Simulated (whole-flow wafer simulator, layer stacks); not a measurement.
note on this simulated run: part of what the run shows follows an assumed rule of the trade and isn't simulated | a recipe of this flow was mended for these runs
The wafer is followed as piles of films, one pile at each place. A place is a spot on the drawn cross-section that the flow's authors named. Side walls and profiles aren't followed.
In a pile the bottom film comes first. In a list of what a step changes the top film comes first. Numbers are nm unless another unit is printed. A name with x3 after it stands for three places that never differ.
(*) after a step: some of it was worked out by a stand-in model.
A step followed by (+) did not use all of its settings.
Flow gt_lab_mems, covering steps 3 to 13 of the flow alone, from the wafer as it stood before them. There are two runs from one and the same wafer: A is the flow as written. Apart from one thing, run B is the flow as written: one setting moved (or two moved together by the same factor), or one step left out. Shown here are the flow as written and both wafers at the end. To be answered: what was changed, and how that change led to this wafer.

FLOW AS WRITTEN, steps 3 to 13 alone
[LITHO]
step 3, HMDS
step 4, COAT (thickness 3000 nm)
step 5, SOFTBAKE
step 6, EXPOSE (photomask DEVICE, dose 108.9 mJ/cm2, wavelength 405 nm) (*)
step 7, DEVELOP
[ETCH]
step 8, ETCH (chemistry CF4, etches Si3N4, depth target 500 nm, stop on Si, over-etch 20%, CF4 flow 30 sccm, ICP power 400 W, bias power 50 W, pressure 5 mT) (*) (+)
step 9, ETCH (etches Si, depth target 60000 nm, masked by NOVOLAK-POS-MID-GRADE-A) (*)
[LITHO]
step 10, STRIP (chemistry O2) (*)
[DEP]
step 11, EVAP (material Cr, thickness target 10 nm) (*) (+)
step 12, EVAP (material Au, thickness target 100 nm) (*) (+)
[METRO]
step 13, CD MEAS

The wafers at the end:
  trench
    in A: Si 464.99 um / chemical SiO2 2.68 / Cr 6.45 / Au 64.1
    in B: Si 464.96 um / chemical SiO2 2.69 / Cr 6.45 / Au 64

Cause: step 4, COAT: thickness 3360 nm was run, whereas the flow has thickness 3000 nm; step 8, ETCH: depth target 560 nm was run, where the flow has depth target 500 nm.

How this came from the change, step by step:
  step 4, COAT (thickness 3000 nm)
      field, trench: A g/i-line-resist gains 3000 (new film) | B g/i-line-resist gains 3360 (new film)
  step 7, DEVELOP
      trench: A g/i-line-resist loses 3000 (all of it) | B g/i-line-resist loses 3360 (all of it)
  step 8, ETCH (chemistry CF4, etches Si3N4, depth target 500 nm, stop on Si, over-etch 20%, CF4 flow 30 sccm, ICP power 400 W, bias power 50 W, pressure 5 mT) (*) (+)
      field: A g/i-line-resist loses 400 | B g/i-line-resist loses 448
      trench: A Si3N4 loses 500 (all of it), chemical SiO2 loses 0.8 (all of it), Si loses 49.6 | B Si3N4 loses 500 (all of it), chemical SiO2 loses 0.8 (all of it), Si loses 85.6
  step 10, STRIP (chemistry O2) (*)
      field: A g/i-line-resist loses 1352 (all of it) | B g/i-line-resist loses 1664 (all of it)
